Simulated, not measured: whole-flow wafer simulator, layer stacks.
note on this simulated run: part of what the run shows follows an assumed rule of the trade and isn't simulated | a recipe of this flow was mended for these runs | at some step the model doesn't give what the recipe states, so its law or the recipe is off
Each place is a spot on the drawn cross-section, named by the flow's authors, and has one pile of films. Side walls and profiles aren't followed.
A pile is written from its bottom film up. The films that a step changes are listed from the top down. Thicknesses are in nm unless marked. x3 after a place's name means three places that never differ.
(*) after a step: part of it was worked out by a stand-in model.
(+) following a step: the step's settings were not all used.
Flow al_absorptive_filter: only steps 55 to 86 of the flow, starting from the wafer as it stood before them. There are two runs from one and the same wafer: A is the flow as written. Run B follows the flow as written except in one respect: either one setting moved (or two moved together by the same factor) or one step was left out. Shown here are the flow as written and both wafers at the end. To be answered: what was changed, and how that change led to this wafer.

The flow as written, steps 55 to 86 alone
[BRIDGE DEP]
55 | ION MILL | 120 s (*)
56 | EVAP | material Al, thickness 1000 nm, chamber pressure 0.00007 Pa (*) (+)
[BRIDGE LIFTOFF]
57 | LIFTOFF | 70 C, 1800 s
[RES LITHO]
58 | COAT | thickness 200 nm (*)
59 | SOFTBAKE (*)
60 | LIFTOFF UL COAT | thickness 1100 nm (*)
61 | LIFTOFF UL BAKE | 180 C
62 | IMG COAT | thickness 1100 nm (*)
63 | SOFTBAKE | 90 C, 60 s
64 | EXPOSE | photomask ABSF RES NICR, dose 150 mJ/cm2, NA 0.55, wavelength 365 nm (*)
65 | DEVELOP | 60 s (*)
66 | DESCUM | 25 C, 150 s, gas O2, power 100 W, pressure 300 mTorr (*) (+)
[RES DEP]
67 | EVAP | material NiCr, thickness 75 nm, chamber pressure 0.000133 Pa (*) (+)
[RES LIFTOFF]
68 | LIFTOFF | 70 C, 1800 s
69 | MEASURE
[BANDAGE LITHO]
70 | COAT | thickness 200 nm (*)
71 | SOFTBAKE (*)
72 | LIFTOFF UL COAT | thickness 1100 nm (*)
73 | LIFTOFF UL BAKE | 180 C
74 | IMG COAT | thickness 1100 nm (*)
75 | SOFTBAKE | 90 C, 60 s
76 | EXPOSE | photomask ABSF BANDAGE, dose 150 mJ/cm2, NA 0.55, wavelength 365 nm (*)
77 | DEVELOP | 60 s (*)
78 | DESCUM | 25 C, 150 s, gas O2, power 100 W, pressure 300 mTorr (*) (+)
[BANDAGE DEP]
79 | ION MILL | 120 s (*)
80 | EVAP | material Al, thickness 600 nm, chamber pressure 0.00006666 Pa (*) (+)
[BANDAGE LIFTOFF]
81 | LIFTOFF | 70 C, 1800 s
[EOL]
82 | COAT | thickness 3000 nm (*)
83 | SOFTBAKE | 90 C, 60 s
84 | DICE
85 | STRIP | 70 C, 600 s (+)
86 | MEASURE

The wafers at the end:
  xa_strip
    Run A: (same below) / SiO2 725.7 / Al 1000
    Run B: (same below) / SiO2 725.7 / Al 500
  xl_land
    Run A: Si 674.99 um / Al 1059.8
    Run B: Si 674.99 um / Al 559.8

Cause: step 56, EVAP: thickness 500 nm was run, while the flow as written has thickness 1000 nm.
The wafer itself shows it: xa_strip has Al 500, and step 56 as written asks for 1000 nm.

How this came from the change, step by step:
  56 | EVAP | material Al, thickness 1000 nm, chamber pressure 0.00007 Pa (*) (+)
      gnd, pad_far, pad_near and 10 more: A +1000 Al (new film) | B +500 Al (new film)
      xl_land: A +1000 Al | B +500 Al
  57 | LIFTOFF | 70 C, 1800 s
      gnd, xa_field, idc_field: A -1000 Al (all of it), -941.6 i-line-resist (all of it), -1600 lift-off-underlayer (all of it), -200 acrylic-e-beam-resist (all of it) | B -500 Al (all of it), -941.6 i-line-resist (all of it), -1600 lift-off-underlayer (all of it), -200 acrylic-e-beam-resist (all of it)
      pad_far: A -1000 Al (all of it), -940.5 i-line-resist (all of it), -1591.1 lift-off-underlayer (all of it), -198.5 acrylic-e-beam-resist (all of it) | B -500 Al (all of it), -940.5 i-line-resist (all of it), -1591.1 lift-off-underlayer (all of it), -198.5 acrylic-e-beam-resist (all of it)
      (as well as at 6 more places)
  58 | COAT | thickness 200 nm (*)
      xa_margin: A +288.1 acrylic-e-beam-resist (new film) | B +193.5 acrylic-e-beam-resist (new film)
      xa_strip: A +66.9 acrylic-e-beam-resist (new film) | B +94.4 acrylic-e-beam-resist (new film)
      (as well as at 2 more places)
  60 | LIFTOFF UL COAT | thickness 1100 nm (*)
      xa_margin: A +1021 lift-off-underlayer (new film) | B +875.3 lift-off-underlayer (new film)
      xa_strip: A +459.8 lift-off-underlayer (new film) | B +606.4 lift-off-underlayer (new film)
      (as well as at 1 more place)
  62 | IMG COAT | thickness 1100 nm (*)
      xa_margin: A +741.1 i-line-resist (new film) | B +868.9 i-line-resist (new film)
      xa_strip: A +577.9 i-line-resist (new film) | B +767.8 i-line-resist (new film)
  63 | SOFTBAKE | 90 C, 60 s
      xa_margin: A -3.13 i-line-resist | B -1.96 i-line-resist
  68 | LIFTOFF | 70 C, 1800 s
      xa_margin: A -75 NiCr (all of it), -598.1 i-line-resist (all of it), -1021 lift-off-underlayer (all of it), -288.1 acrylic-e-beam-resist (all of it) | B -75 NiCr (all of it), -727.1 i-line-resist (all of it), -875.3 lift-off-underlayer (all of it), -193.5 acrylic-e-beam-resist (all of it)
      xa_strip: A -75 NiCr (all of it), -433.3 i-line-resist (all of it), -459.8 lift-off-underlayer (all of it), -66.9 acrylic-e-beam-resist (all of it) | B -75 NiCr (all of it), -623.7 i-line-resist (all of it), -606.4 lift-off-underlayer (all of it), -94.4 acrylic-e-beam-resist (all of it)
      (as well as at 2 more places)
  70 | COAT | thickness 200 nm (*)
      xa_margin: A +288.1 acrylic-e-beam-resist (new film) | B +193.5 acrylic-e-beam-resist (new film)
      xa_strip: A +66.9 acrylic-e-beam-resist (new film) | B +94.4 acrylic-e-beam-resist (new film)
      (as well as at 1 more place)
  72 | LIFTOFF UL COAT | thickness 1100 nm (*)
      xa_margin: A +1021 lift-off-underlayer (new film) | B +875.3 lift-off-underlayer (new film)
      xa_strip: A +459.8 lift-off-underlayer (new film) | B +606.4 lift-off-underlayer (new film)
  74 | IMG COAT | thickness 1100 nm (*)
      xa_margin: A +741.1 i-line-resist (new film) | B +868.9 i-line-resist (new film)
      xa_strip: A +577.9 i-line-resist (new film) | B +767.8 i-line-resist (new film)
  75 | SOFTBAKE | 90 C, 60 s
      xa_margin: A -3.13 i-line-resist | B -1.96 i-line-resist
  81 | LIFTOFF | 70 C, 1800 s
      xa_margin: A -600 Al (all of it), -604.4 i-line-resist (all of it), -1021 lift-off-underlayer (all of it), -288.1 acrylic-e-beam-resist (all of it) | B -600 Al (all of it), -733.4 i-line-resist (all of it), -875.3 lift-off-underlayer (all of it), -193.5 acrylic-e-beam-resist (all of it)
      xa_strip: A -600 Al (all of it), -439.6 i-line-resist (all of it), -459.8 lift-off-underlayer (all of it), -66.9 acrylic-e-beam-resist (all of it) | B -600 Al (all of it), -630 i-line-resist (all of it), -606.4 lift-off-underlayer (all of it), -94.4 acrylic-e-beam-resist (all of it)
      (as well as at 1 more place)
  82 | COAT | thickness 3000 nm (*)
      xa_margin: A +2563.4 i-line-resist (new film) | B +2470.2 i-line-resist (new film)
      xa_strip: A +1594.3 i-line-resist (new film) | B +1989.3 i-line-resist (new film)
  83 | SOFTBAKE | 90 C, 60 s
      xa_margin: A -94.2 i-line-resist | B -64.2 i-line-resist
      xa_strip: A -117.3 i-line-resist | B -79.6 i-line-resist
      (as well as at 1 more place)
  85 | STRIP | 70 C, 600 s (+)
      xa_margin: A -2469.3 i-line-resist (all of it) | B -2406 i-line-resist (all of it)
      xa_strip: A -1477 i-line-resist (all of it) | B -1909.7 i-line-resist (all of it)
